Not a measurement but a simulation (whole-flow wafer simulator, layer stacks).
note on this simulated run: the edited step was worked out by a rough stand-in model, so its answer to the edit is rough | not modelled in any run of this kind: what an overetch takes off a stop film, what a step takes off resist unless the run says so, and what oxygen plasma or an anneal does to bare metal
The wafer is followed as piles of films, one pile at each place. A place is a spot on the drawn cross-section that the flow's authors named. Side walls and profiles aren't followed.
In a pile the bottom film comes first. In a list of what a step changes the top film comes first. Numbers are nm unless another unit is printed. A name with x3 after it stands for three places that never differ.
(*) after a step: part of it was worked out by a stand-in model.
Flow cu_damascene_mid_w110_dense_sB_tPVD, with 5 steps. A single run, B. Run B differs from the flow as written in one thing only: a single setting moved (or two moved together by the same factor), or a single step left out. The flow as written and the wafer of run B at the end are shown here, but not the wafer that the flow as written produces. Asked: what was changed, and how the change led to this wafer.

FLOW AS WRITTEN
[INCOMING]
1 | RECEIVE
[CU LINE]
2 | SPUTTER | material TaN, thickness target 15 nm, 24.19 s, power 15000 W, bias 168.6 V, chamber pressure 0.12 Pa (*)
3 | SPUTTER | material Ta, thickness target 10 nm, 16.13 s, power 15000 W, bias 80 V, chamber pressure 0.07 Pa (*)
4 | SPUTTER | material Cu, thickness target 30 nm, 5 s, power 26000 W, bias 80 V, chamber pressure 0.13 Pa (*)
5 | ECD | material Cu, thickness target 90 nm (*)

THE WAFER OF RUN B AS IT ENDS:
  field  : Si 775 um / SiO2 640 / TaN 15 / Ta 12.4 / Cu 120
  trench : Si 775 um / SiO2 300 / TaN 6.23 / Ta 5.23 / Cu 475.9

The reason: step 3, SPUTTER: power 18600 W was run, whereas the flow has power 15000 W.

The path from the change to this, step by step:
  3 | SPUTTER | material Ta, thickness target 10 nm, 16.13 s, power 15000 W, bias 80 V, chamber pressure 0.07 Pa (*)
      field: +12.4 Ta (new film) (it would be, as written: +10 Ta (new film))
      trench: +5.23 Ta (new film) (it would be, as written: +4.05 Ta (new film))
